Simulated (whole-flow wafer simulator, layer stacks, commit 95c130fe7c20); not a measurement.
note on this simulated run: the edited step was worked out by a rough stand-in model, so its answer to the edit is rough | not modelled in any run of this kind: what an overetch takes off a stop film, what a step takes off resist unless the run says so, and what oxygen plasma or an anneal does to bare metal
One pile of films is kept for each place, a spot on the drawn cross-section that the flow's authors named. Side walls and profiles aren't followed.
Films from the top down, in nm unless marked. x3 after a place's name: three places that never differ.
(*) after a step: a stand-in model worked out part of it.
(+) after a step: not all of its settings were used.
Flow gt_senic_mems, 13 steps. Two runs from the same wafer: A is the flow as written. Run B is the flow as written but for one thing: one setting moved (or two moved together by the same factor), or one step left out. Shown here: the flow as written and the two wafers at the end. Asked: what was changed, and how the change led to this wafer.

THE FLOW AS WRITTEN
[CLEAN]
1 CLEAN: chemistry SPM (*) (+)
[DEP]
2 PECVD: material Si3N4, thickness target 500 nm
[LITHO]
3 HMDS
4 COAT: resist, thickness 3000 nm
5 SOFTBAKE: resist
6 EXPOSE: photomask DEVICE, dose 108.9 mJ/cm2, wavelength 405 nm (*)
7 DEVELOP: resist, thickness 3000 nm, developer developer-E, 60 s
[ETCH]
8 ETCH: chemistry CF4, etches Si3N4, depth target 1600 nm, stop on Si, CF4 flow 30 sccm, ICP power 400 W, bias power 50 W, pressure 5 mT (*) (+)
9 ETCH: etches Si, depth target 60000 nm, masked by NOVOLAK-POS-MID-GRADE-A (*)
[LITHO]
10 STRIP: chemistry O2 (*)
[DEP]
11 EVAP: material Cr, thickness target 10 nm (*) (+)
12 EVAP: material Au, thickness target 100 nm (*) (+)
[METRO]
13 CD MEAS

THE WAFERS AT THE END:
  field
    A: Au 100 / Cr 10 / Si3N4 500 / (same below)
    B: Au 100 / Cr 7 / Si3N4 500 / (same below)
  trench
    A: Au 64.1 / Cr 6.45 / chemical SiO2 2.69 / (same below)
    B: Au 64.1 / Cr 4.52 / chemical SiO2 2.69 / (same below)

The cause: step 11, EVAP: thickness target 7 nm was run, where the flow has thickness target 10 nm.
It can be read off the wafer: field has Cr 7, and step 11 as written asks for 10 nm.

How the change led to this, step by step:
  11 EVAP: material Cr, thickness target 10 nm (*) (+)
      field: A Cr +10 (new film) | B Cr +7 (new film)
      trench: A Cr +6.45 (new film) | B Cr +4.52 (new film)
